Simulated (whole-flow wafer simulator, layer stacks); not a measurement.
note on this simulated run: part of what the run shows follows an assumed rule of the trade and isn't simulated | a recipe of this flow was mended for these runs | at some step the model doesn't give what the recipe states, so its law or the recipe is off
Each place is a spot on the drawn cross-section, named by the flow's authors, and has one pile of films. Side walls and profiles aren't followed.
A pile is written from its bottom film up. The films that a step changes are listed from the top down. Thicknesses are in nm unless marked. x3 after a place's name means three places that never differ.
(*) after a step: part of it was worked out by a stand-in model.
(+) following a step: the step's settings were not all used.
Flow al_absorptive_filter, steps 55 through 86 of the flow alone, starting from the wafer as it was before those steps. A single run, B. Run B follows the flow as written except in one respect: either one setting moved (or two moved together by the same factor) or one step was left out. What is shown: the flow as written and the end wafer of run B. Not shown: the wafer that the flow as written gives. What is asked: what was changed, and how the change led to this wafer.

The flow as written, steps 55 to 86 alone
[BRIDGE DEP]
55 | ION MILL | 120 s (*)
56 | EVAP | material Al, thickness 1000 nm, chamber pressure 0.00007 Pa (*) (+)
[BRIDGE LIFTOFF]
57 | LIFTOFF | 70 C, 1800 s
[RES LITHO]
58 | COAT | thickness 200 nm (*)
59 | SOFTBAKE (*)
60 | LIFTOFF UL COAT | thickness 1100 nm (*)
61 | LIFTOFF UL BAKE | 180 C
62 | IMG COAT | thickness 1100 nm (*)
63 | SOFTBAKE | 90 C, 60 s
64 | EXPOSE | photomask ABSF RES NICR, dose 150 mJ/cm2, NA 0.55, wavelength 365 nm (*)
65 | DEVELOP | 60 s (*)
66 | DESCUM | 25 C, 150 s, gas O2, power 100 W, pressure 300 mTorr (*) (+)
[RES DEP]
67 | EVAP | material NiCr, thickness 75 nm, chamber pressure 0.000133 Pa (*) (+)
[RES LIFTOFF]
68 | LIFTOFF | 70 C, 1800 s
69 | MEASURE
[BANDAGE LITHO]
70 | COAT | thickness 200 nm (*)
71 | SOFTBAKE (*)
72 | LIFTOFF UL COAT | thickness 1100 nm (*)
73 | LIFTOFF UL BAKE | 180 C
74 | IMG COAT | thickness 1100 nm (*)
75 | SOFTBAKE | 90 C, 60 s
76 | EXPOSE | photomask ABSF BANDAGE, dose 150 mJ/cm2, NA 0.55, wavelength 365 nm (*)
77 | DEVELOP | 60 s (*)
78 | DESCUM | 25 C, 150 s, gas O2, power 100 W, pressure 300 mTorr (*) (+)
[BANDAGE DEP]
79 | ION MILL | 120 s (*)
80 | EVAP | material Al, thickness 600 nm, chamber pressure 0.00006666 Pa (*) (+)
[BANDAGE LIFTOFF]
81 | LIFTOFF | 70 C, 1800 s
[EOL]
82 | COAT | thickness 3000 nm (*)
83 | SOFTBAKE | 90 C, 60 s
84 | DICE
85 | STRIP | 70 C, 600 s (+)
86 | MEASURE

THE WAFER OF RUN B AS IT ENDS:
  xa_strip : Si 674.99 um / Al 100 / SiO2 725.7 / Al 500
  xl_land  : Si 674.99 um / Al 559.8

What caused this: step 56, EVAP: thickness 500 nm was run, whereas the flow has thickness 1000 nm.
One can read it off the wafer: xa_strip has Al 500, and step 56 as written asks for 1000 nm.

How this came from the change, step by step:
  56 | EVAP | material Al, thickness 1000 nm, chamber pressure 0.00007 Pa (*) (+)
      gnd, pad_far, pad_near and 10 more: +500 Al (new film) (in the flow as written it would be: +1000 Al (new film))
      xl_land: +500 Al (in the flow as written it would be: +1000 Al)
  57 | LIFTOFF | 70 C, 1800 s
      gnd, xa_field, idc_field: -500 Al (all of it), -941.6 i-line-resist (all of it), -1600 lift-off-underlayer (all of it), -200 acrylic-e-beam-resist (all of it) (in the flow as written it would be: -1000 Al (all of it), -941.6 i-line-resist (all of it), -1600 lift-off-underlayer (all of it), -200 acrylic-e-beam-resist (all of it))
      pad_far: -500 Al (all of it), -940.5 i-line-resist (all of it), -1591.1 lift-off-underlayer (all of it), -198.5 acrylic-e-beam-resist (all of it) (in the flow as written it would be: -1000 Al (all of it), -940.5 i-line-resist (all of it), -1591.1 lift-off-underlayer (all of it), -198.5 acrylic-e-beam-resist (all of it))
      (as well as at 6 more places)
  58 | COAT | thickness 200 nm (*)
      xa_margin: +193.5 acrylic-e-beam-resist (new film) (in the flow as written it would be: +288.1 acrylic-e-beam-resist (new film))
      xa_strip: +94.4 acrylic-e-beam-resist (new film) (in the flow as written it would be: +66.9 acrylic-e-beam-resist (new film))
      (as well as at 2 more places)
  60 | LIFTOFF UL COAT | thickness 1100 nm (*)
      xa_margin: +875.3 lift-off-underlayer (new film) (in the flow as written it would be: +1021 lift-off-underlayer (new film))
      xa_strip: +606.4 lift-off-underlayer (new film) (in the flow as written it would be: +459.8 lift-off-underlayer (new film))
      (as well as at 1 more place)
  62 | IMG COAT | thickness 1100 nm (*)
      xa_margin: +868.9 i-line-resist (new film) (in the flow as written it would be: +741.1 i-line-resist (new film))
      xa_strip: +767.8 i-line-resist (new film) (in the flow as written it would be: +577.9 i-line-resist (new film))
  63 | SOFTBAKE | 90 C, 60 s
      xa_margin: -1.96 i-line-resist (in the flow as written it would be: -3.13 i-line-resist)
  68 | LIFTOFF | 70 C, 1800 s
      xa_margin: -75 NiCr (all of it), -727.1 i-line-resist (all of it), -875.3 lift-off-underlayer (all of it), -193.5 acrylic-e-beam-resist (all of it) (in the flow as written it would be: -75 NiCr (all of it), -598.1 i-line-resist (all of it), -1021 lift-off-underlayer (all of it), -288.1 acrylic-e-beam-resist (all of it))
      xa_strip: -75 NiCr (all of it), -623.7 i-line-resist (all of it), -606.4 lift-off-underlayer (all of it), -94.4 acrylic-e-beam-resist (all of it) (in the flow as written it would be: -75 NiCr (all of it), -433.3 i-line-resist (all of it), -459.8 lift-off-underlayer (all of it), -66.9 acrylic-e-beam-resist (all of it))
      (as well as at 2 more places)
  70 | COAT | thickness 200 nm (*)
      xa_margin: +193.5 acrylic-e-beam-resist (new film) (in the flow as written it would be: +288.1 acrylic-e-beam-resist (new film))
      xa_strip: +94.4 acrylic-e-beam-resist (new film) (in the flow as written it would be: +66.9 acrylic-e-beam-resist (new film))
      (as well as at 1 more place)
  72 | LIFTOFF UL COAT | thickness 1100 nm (*)
      xa_margin: +875.3 lift-off-underlayer (new film) (in the flow as written it would be: +1021 lift-off-underlayer (new film))
      xa_strip: +606.4 lift-off-underlayer (new film) (in the flow as written it would be: +459.8 lift-off-underlayer (new film))
  74 | IMG COAT | thickness 1100 nm (*)
      xa_margin: +868.9 i-line-resist (new film) (in the flow as written it would be: +741.1 i-line-resist (new film))
      xa_strip: +767.8 i-line-resist (new film) (in the flow as written it would be: +577.9 i-line-resist (new film))
  75 | SOFTBAKE | 90 C, 60 s
      xa_margin: -1.96 i-line-resist (in the flow as written it would be: -3.13 i-line-resist)
  81 | LIFTOFF | 70 C, 1800 s
      xa_margin: -600 Al (all of it), -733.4 i-line-resist (all of it), -875.3 lift-off-underlayer (all of it), -193.5 acrylic-e-beam-resist (all of it) (in the flow as written it would be: -600 Al (all of it), -604.4 i-line-resist (all of it), -1021 lift-off-underlayer (all of it), -288.1 acrylic-e-beam-resist (all of it))
      xa_strip: -600 Al (all of it), -630 i-line-resist (all of it), -606.4 lift-off-underlayer (all of it), -94.4 acrylic-e-beam-resist (all of it) (in the flow as written it would be: -600 Al (all of it), -439.6 i-line-resist (all of it), -459.8 lift-off-underlayer (all of it), -66.9 acrylic-e-beam-resist (all of it))
      (as well as at 1 more place)
  82 | COAT | thickness 3000 nm (*)
      xa_margin: +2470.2 i-line-resist (new film) (in the flow as written it would be: +2563.4 i-line-resist (new film))
      xa_strip: +1989.3 i-line-resist (new film) (in the flow as written it would be: +1594.3 i-line-resist (new film))
  83 | SOFTBAKE | 90 C, 60 s
      xa_margin: -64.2 i-line-resist (in the flow as written it would be: -94.2 i-line-resist)
      xa_strip: -79.6 i-line-resist (in the flow as written it would be: -117.3 i-line-resist)
      (as well as at 1 more place)
  85 | STRIP | 70 C, 600 s (+)
      xa_margin: -2406 i-line-resist (all of it) (in the flow as written it would be: -2469.3 i-line-resist (all of it))
      xa_strip: -1909.7 i-line-resist (all of it) (in the flow as written it would be: -1477 i-line-resist (all of it))
